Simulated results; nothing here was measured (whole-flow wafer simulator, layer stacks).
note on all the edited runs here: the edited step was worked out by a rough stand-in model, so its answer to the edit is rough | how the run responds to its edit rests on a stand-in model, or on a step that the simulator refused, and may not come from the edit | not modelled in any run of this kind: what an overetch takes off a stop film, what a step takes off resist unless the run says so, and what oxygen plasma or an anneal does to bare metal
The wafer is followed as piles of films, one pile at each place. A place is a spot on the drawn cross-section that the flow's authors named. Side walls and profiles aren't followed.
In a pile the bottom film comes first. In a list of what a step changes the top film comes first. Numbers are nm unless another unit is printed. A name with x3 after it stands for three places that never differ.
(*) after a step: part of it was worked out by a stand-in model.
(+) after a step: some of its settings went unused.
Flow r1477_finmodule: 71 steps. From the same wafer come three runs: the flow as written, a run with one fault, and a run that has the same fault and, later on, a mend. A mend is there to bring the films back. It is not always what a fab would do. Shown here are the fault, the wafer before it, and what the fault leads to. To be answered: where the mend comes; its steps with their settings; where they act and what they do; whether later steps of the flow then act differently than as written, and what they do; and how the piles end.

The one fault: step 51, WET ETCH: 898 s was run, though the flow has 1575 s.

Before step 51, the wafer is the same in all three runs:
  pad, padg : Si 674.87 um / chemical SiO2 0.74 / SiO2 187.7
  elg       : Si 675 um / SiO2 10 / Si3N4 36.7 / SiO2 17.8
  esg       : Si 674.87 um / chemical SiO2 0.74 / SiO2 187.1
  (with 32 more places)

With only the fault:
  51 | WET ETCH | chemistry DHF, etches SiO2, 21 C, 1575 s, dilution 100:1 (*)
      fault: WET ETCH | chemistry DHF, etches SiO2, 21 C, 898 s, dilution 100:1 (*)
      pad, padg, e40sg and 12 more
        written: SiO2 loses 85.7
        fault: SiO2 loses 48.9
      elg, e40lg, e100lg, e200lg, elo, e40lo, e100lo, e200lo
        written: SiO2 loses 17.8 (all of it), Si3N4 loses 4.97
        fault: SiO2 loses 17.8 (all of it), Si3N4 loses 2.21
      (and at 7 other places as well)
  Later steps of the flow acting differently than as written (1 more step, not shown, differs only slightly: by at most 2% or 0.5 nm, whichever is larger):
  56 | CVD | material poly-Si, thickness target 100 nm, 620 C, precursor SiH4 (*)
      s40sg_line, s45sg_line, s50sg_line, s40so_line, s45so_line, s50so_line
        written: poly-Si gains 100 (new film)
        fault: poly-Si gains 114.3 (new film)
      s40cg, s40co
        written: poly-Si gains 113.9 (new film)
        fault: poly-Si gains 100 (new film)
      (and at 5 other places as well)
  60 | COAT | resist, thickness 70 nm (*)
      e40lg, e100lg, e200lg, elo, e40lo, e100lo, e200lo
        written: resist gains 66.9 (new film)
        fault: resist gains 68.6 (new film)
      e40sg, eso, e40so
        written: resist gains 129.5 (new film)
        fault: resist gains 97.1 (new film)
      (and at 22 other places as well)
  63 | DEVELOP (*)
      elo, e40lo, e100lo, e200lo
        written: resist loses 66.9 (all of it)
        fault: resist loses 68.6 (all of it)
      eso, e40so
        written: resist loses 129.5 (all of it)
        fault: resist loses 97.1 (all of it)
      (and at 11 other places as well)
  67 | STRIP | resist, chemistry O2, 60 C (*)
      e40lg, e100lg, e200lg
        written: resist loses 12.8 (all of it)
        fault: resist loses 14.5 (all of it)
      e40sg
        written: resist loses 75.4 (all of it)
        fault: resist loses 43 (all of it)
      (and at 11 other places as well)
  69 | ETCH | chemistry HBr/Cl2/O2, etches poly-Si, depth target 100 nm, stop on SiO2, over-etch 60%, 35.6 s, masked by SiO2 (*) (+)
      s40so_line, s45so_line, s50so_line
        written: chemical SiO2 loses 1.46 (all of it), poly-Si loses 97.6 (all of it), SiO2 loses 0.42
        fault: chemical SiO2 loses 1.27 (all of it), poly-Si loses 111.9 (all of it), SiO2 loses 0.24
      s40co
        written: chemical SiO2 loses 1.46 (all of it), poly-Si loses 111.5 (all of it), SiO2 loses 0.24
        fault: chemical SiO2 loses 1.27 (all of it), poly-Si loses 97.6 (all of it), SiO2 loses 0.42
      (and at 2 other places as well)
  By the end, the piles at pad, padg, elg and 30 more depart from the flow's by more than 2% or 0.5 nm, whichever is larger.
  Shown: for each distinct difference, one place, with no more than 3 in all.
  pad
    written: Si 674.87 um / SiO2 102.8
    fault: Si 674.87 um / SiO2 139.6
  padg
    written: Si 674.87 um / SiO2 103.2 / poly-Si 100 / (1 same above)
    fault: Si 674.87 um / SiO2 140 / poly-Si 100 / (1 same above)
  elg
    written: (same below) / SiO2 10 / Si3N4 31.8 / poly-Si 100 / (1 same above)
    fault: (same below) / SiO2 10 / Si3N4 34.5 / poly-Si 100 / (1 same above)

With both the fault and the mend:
  After step 51 comes the mend.
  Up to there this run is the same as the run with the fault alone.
  51a | WET ETCH | chemistry DHF, etches SiO2, 21 C, 677 s, dilution 100:1 (*) (the flow's step 51, run once more with other settings)
      pad, padg, e40sg and 12 more
        SiO2 loses 36.8
      elg, e40lg, e100lg, e200lg, elo, e40lo, e100lo, e200lo
        Si3N4 loses 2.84
      esg, s40cg, s45cg, s50cg, s40co, s45co, s50co
        SiO2 loses 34
  Every later step of the flow that is run acts as written, at every place that is followed, to within 2% or 0.5 nm, whichever is larger.
  When the end is reached, the piles differ only a little from the flow's at the places that both follow, at most by 2% or 0.5 nm, whichever is larger.
